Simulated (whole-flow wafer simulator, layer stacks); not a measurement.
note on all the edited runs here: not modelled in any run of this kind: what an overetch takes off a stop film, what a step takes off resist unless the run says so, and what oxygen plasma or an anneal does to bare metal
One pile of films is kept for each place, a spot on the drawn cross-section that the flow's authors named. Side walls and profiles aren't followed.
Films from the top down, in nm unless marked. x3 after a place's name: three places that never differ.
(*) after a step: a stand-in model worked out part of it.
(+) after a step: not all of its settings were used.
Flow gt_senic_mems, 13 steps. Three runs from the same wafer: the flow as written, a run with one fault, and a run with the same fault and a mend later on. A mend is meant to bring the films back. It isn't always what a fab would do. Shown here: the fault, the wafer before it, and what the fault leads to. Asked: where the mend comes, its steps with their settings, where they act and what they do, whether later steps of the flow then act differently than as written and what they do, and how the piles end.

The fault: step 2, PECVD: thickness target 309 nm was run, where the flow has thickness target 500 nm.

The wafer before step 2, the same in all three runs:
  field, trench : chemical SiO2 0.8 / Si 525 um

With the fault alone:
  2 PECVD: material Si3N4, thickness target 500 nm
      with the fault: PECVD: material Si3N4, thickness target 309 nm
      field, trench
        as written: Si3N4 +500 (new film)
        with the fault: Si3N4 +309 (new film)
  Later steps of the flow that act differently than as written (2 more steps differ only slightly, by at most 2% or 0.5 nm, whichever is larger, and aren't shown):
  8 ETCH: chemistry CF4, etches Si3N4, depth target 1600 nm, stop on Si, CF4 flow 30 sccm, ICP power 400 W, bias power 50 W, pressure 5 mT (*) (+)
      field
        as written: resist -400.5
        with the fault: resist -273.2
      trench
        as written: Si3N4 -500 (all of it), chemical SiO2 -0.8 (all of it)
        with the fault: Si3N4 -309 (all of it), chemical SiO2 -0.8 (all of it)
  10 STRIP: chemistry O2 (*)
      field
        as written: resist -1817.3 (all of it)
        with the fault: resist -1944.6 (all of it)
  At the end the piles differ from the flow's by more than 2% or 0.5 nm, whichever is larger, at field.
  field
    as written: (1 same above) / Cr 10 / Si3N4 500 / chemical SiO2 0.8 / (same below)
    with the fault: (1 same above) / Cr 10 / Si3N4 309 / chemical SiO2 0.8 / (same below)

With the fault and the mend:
  The mend comes after step 7.
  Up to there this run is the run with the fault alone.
  7a STRIP: chemistry O2 (*)
      field
        resist -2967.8 (all of it)
  7b PECVD: material Si3N4, thickness target 191 nm (the flow's step 2 once more, with other settings)
      field, trench
        Si3N4 +191
  7c HMDS (the flow's step 3 once more)
      changes no film at any place that is followed
  7d COAT: resist, thickness 3000 nm (the flow's step 4 once more)
      field, trench
        resist +3000 (new film)
  7e SOFTBAKE: resist (the flow's step 5 once more)
      changes no film at any place that is followed
  7f EXPOSE: photomask DEVICE, dose 108.9 mJ/cm2, wavelength 405 nm (*) (the flow's step 6 once more)
      changes no film at any place that is followed
  7g DEVELOP: resist, thickness 3000 nm, developer developer-E, 60 s (the flow's step 7 once more)
      field
        resist -32.2
      trench
        resist -3000 (all of it)
  No later step of the flow acts differently than as written at any place that is followed.
  At the end the piles are the same as the flow's at every place that both follow.
